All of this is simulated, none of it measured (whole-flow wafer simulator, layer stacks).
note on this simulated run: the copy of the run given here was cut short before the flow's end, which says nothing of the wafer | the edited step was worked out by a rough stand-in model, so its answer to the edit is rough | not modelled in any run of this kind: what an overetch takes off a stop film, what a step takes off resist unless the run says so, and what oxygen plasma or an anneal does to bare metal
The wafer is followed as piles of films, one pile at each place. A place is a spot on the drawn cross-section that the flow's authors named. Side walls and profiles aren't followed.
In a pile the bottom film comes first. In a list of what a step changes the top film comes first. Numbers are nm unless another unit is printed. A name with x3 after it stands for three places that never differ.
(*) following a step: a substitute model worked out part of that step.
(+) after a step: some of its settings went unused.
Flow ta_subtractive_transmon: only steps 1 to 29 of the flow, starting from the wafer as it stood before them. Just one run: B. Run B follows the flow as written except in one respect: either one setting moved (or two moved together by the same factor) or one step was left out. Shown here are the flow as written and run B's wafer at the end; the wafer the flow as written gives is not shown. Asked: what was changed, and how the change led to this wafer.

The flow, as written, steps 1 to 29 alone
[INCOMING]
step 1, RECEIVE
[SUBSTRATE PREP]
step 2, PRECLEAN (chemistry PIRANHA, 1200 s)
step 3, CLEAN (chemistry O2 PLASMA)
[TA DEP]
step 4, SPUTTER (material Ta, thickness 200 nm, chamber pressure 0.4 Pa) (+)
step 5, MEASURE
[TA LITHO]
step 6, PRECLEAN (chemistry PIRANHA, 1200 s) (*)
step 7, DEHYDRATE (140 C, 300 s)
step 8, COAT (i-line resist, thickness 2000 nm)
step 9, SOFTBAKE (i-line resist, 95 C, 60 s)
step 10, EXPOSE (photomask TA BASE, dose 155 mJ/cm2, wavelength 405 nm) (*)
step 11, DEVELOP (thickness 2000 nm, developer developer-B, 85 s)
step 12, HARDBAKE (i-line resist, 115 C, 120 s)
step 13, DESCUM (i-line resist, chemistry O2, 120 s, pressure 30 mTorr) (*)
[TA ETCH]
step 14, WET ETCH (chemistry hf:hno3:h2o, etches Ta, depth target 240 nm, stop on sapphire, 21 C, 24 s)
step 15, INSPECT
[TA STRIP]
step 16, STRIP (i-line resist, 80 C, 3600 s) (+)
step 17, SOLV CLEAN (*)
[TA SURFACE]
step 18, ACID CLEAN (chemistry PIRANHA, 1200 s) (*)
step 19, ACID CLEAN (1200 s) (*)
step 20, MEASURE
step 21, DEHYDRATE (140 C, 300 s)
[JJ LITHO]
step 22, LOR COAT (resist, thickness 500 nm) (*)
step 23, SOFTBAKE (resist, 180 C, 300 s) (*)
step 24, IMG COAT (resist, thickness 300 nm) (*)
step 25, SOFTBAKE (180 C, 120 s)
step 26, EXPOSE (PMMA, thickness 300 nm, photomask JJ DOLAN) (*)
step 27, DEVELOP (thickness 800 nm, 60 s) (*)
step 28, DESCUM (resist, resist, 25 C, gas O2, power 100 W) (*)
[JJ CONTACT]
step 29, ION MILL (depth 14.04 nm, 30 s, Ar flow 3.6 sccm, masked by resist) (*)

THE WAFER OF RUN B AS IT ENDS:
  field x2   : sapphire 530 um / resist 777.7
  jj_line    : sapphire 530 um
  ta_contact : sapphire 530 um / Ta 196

Cause: step 29, ION MILL: 12 s was run, though the flow has 30 s.

The path from the change to this, step by step:
  step 29, ION MILL (depth 14.04 nm, 30 s, Ar flow 3.6 sccm, masked by resist) (*)
      field x2, ta_pad: -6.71 resist (as written it would have been: -16.8 resist)
      jj_line, lead: -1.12 sapphire (as written it would have been: -2.8 sapphire)
      (and at 1 other place as well)
